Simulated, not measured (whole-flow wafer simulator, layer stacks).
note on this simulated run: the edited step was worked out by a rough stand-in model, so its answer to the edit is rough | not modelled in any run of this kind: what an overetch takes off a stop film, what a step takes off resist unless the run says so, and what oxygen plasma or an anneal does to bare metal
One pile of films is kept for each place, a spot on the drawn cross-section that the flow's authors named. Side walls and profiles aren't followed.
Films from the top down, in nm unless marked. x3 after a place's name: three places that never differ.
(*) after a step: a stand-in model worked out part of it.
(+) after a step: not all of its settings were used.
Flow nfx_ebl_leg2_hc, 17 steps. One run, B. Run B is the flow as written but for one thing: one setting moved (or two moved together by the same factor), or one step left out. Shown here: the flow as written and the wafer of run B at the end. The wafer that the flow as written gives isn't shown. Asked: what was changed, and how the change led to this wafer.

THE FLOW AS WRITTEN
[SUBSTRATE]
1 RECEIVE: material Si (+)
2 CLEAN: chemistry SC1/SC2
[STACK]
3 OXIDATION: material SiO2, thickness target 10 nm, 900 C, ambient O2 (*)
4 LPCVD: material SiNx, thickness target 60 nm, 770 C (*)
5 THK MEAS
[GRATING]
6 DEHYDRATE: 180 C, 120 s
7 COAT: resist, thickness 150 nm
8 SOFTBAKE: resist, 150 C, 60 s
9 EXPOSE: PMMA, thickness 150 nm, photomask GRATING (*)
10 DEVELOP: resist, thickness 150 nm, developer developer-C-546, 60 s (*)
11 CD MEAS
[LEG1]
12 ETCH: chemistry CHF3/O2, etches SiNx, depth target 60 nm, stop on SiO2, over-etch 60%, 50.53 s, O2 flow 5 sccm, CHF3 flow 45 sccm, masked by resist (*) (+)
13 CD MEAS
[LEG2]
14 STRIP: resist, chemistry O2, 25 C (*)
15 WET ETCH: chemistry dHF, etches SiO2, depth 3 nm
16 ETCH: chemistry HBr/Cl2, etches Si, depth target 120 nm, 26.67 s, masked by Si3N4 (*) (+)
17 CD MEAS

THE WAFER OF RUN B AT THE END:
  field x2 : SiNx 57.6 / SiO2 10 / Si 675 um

The cause: step 4, LPCVD: thickness target 69 nm was run, where the flow has thickness target 60 nm.

How the change led to this, step by step:
  4 LPCVD: material SiNx, thickness target 60 nm, 770 C (*)
      field x2, pad x2: SiNx +69 (new film) (as written it would be: SiNx +60 (new film))
  12 ETCH: chemistry CHF3/O2, etches SiNx, depth target 60 nm, stop on SiO2, over-etch 60%, 50.53 s, O2 flow 5 sccm, CHF3 flow 45 sccm, masked by resist (*) (+)
      pad x2: SiNx -69 (all of it), SiO2 -10 (all of it) (as written it would be: SiNx -60 (all of it), SiO2 -10 (all of it))
